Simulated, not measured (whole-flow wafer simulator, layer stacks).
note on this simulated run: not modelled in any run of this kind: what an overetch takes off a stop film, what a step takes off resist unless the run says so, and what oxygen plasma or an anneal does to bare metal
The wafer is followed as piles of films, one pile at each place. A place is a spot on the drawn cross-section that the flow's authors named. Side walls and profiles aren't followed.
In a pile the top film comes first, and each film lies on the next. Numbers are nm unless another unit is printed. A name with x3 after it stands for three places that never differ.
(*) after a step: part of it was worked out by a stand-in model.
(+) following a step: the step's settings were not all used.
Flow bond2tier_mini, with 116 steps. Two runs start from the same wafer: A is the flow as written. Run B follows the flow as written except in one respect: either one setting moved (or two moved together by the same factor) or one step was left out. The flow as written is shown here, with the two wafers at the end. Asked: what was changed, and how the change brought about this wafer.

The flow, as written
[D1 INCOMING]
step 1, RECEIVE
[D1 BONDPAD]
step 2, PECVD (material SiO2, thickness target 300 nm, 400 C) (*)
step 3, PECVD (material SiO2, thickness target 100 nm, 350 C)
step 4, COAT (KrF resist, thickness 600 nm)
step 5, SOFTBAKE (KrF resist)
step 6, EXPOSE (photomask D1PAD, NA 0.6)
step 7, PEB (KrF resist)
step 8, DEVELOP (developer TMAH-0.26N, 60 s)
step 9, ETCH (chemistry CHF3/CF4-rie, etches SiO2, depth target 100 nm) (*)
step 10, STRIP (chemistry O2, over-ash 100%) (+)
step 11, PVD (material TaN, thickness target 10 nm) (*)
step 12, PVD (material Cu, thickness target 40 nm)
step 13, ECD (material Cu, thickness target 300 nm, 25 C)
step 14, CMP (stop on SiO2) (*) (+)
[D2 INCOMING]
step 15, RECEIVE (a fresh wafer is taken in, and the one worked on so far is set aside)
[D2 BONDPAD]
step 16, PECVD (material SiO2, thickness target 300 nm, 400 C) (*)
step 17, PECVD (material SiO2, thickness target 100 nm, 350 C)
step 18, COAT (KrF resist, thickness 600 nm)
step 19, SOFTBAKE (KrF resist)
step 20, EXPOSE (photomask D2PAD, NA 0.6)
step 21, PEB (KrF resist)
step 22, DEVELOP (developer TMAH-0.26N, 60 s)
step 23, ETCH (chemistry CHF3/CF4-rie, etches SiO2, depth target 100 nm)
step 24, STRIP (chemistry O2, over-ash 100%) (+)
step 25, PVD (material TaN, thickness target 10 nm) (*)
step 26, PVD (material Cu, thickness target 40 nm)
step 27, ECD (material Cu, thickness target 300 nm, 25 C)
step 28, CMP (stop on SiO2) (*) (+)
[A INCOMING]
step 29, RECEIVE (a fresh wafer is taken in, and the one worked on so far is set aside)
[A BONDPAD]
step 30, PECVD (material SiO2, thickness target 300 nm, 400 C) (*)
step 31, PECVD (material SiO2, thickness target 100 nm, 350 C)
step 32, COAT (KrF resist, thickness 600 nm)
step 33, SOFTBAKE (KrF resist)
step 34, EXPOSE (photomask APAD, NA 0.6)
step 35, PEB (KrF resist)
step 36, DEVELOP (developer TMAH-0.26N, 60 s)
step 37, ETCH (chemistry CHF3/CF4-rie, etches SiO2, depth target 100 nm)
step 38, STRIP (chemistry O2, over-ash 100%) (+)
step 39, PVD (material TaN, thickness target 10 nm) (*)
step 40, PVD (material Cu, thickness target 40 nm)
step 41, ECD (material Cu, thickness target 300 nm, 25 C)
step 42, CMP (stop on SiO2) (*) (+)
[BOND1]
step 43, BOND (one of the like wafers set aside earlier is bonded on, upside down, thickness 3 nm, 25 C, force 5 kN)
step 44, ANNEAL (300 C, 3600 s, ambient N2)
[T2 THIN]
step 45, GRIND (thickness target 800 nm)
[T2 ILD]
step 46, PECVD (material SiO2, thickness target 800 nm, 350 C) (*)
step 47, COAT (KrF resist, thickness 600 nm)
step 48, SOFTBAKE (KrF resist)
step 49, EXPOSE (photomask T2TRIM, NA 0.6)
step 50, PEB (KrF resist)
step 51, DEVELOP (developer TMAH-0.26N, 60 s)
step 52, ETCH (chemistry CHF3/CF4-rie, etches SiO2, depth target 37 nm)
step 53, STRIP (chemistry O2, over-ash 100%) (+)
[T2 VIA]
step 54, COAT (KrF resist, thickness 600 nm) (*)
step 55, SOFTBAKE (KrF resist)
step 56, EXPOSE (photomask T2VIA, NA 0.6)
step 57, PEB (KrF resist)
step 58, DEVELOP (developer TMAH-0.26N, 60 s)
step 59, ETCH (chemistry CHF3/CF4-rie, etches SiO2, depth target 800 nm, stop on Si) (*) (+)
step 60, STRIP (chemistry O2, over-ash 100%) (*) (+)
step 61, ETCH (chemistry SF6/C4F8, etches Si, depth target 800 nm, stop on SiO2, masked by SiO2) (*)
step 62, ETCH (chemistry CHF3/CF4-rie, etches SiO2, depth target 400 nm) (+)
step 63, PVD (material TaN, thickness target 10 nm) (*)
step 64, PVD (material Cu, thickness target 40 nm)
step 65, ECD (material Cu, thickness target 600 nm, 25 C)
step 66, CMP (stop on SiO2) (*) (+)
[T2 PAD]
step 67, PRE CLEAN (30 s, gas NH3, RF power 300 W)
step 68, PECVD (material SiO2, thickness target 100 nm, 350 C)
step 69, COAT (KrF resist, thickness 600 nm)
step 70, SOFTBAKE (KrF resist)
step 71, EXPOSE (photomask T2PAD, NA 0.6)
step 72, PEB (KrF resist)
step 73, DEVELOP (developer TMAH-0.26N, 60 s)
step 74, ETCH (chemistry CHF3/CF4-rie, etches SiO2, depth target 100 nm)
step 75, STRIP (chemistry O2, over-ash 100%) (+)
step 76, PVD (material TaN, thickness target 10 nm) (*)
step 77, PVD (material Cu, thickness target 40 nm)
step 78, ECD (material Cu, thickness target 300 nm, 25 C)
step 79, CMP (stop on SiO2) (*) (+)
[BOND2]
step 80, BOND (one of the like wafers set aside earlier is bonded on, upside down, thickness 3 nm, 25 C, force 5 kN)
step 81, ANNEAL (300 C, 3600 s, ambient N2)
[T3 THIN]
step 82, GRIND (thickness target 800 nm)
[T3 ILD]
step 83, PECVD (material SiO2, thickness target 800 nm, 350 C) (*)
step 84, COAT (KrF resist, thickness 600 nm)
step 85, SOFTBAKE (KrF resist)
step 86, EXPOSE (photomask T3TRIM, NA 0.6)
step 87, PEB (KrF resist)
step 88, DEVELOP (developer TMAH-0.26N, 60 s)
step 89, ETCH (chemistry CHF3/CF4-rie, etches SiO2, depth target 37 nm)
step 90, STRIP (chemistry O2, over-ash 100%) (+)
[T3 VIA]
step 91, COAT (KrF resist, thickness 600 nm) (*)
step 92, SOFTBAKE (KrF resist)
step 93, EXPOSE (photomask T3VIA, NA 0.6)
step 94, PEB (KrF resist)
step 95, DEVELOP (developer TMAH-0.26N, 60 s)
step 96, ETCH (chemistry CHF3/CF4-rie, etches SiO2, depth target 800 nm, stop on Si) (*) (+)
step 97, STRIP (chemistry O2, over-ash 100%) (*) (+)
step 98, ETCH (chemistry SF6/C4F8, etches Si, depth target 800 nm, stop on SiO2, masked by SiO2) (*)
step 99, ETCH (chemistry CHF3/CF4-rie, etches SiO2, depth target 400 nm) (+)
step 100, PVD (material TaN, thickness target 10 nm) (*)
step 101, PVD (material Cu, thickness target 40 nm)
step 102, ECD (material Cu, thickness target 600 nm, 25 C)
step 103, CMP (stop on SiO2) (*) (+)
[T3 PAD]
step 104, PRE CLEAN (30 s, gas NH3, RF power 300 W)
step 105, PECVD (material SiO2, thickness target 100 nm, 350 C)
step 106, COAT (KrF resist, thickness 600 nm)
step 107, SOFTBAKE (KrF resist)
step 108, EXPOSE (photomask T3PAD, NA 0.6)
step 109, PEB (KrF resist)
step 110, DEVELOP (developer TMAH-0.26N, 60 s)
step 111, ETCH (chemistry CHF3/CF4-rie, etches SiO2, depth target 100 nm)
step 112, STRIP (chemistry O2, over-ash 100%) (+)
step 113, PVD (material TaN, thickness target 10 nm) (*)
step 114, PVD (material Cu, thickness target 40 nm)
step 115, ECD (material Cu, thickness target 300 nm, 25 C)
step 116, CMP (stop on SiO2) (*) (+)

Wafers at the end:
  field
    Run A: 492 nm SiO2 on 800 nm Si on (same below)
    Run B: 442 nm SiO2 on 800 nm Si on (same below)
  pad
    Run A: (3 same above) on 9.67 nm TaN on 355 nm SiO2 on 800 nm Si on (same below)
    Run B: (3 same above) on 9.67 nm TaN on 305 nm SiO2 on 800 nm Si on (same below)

What caused this: step 99, ETCH: depth target 450 nm was run, though the flow has depth target 400 nm.

Step by step, how the change led to this:
  step 99, ETCH (chemistry CHF3/CF4-rie, etches SiO2, depth target 400 nm) (+)
      field, pad: A SiO2 loses 400 | B SiO2 loses 450
